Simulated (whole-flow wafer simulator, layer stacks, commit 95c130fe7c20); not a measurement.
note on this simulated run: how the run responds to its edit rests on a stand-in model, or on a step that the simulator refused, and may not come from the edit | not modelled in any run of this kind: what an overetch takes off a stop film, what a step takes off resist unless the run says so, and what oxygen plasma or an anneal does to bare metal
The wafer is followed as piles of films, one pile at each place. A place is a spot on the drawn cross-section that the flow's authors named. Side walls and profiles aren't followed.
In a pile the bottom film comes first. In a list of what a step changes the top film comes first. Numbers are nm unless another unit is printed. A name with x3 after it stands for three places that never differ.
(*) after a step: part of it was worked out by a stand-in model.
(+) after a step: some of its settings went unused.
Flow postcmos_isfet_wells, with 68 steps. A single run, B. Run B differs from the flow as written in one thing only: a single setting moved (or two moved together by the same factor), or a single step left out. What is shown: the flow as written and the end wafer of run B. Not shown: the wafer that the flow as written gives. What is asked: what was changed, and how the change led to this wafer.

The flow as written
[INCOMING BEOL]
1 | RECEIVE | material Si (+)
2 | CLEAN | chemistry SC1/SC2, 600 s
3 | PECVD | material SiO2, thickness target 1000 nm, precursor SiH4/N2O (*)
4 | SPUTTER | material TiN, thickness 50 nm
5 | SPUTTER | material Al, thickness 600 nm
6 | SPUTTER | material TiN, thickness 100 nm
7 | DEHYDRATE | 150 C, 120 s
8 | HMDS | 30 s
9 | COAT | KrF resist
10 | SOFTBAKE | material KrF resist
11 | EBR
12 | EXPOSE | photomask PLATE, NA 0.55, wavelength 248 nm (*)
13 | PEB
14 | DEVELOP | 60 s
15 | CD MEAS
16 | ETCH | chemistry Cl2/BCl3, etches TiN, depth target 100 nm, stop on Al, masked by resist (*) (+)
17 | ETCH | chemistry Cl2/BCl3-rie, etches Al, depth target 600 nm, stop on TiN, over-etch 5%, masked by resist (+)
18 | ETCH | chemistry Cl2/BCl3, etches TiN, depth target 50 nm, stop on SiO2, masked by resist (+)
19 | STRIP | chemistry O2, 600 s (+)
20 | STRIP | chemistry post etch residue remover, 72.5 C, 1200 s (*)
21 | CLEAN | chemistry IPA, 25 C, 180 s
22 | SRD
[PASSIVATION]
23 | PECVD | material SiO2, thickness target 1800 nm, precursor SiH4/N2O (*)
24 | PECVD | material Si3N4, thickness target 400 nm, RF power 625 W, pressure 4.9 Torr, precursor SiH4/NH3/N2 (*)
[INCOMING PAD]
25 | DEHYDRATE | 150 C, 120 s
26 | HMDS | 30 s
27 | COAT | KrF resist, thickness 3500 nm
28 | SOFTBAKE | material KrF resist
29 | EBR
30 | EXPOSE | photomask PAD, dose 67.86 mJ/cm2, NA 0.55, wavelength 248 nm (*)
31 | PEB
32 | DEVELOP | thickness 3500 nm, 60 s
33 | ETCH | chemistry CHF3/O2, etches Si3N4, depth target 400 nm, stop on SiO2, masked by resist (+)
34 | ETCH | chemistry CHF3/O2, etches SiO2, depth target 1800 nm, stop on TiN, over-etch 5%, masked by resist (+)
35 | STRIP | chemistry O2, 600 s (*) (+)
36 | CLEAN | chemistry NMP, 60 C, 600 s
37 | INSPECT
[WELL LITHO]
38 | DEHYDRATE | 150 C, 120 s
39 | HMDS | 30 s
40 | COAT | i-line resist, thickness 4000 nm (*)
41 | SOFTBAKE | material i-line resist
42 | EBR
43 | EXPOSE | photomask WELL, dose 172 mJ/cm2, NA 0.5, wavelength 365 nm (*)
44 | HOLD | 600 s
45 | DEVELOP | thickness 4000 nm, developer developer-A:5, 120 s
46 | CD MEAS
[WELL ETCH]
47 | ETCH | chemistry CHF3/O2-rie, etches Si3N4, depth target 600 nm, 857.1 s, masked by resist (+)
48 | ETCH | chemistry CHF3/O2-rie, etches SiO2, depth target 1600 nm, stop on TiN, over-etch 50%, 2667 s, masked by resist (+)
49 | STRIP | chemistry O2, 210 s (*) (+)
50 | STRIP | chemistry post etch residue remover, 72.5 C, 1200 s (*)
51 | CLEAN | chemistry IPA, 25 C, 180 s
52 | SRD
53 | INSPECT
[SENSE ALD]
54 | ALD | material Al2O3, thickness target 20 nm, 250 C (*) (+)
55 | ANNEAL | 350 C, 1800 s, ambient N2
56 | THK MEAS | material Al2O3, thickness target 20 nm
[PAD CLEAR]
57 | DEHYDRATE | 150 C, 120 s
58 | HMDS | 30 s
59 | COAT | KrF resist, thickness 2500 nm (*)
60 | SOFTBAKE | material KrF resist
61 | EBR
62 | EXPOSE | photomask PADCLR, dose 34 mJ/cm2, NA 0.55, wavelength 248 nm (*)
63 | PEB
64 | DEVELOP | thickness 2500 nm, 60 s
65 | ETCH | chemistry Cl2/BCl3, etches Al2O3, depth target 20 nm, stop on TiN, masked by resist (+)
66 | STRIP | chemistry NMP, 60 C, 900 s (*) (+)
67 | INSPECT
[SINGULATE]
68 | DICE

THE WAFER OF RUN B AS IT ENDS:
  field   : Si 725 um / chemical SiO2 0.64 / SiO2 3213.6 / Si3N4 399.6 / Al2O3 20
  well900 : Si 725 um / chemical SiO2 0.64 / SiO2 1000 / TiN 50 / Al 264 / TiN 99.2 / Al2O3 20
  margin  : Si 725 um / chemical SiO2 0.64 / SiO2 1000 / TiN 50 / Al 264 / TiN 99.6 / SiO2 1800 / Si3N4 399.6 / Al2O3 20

The reason: step 5, SPUTTER: thickness 264 nm was run, whereas the flow has thickness 600 nm.
The wafer lets one read it off: well900 has Al 264, and step 5 as written asks for 600 nm.

The path from the change to this, step by step:
  5 | SPUTTER | material Al, thickness 600 nm
      field, margin, well900, well1300 x3, pad_rim, pad_clr, pad_open: Al gains 264 (new film) (as written it would have been: Al gains 600 (new film))
  17 | ETCH | chemistry Cl2/BCl3-rie, etches Al, depth target 600 nm, stop on TiN, over-etch 5%, masked by resist (+)
      margin, well900, well1300 x3, pad_rim, pad_clr, pad_open: KrF resist loses 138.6 (as written it would have been: KrF resist loses 300)
      field: Al loses 264 (all of it) (as written it would have been: Al loses 600 (all of it))
  19 | STRIP | chemistry O2, 600 s (+)
      margin, well900, well1300 x3, pad_rim, pad_clr, pad_open: KrF resist loses 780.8 (all of it) (as written it would have been: KrF resist loses 619.4 (all of it))
  23 | PECVD | material SiO2, thickness target 1800 nm, precursor SiH4/N2O (*)
      field: SiO2 gains 2213.6 (as written it would have been: SiO2 gains 1800 (new film), void gains 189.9 (new film), SiO2 gains 559.7)
